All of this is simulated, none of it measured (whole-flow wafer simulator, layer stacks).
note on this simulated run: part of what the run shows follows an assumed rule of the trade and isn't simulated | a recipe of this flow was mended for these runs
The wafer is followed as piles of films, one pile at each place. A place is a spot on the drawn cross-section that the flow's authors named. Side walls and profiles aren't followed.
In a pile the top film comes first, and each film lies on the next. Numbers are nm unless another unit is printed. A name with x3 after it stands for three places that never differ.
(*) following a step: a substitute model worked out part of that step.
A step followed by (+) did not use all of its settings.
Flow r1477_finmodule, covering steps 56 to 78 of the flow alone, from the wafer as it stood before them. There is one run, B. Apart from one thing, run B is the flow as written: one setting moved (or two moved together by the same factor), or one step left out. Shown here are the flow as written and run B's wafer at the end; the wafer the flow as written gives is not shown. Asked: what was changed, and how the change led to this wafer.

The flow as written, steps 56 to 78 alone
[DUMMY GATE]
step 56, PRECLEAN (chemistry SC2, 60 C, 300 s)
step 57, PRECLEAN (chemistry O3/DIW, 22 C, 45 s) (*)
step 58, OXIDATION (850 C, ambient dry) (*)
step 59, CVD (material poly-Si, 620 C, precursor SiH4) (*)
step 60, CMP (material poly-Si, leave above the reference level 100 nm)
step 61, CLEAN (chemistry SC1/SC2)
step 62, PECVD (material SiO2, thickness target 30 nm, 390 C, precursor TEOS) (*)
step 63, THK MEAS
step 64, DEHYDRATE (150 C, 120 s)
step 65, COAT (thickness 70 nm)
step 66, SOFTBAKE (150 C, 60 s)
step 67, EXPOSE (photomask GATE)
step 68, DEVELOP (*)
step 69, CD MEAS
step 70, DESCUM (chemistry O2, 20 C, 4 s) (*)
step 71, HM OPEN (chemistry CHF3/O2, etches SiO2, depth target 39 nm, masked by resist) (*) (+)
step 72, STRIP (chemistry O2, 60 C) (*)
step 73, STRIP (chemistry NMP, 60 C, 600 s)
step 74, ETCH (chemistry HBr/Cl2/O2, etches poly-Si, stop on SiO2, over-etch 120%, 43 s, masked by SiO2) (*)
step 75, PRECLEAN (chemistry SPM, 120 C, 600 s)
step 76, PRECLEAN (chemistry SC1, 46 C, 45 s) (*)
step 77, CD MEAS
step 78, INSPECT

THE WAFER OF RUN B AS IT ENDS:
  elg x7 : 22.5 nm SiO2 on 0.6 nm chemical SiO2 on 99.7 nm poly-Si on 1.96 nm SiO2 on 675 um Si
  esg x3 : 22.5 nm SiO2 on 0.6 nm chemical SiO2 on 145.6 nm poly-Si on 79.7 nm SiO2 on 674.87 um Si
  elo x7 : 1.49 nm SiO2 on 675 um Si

The reason: step 58, OXIDATION: 819 C was run, whereas the flow has 850 C.

Step by step, how the change led to this:
  step 58, OXIDATION (850 C, ambient dry) (*)
      elg x7, elo x7: +1.96 SiO2 (new film), -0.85 chemical SiO2 (all of it), -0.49 Si (as written it would have been: +3 SiO2 (new film), -0.85 chemical SiO2 (all of it), -0.95 Si)
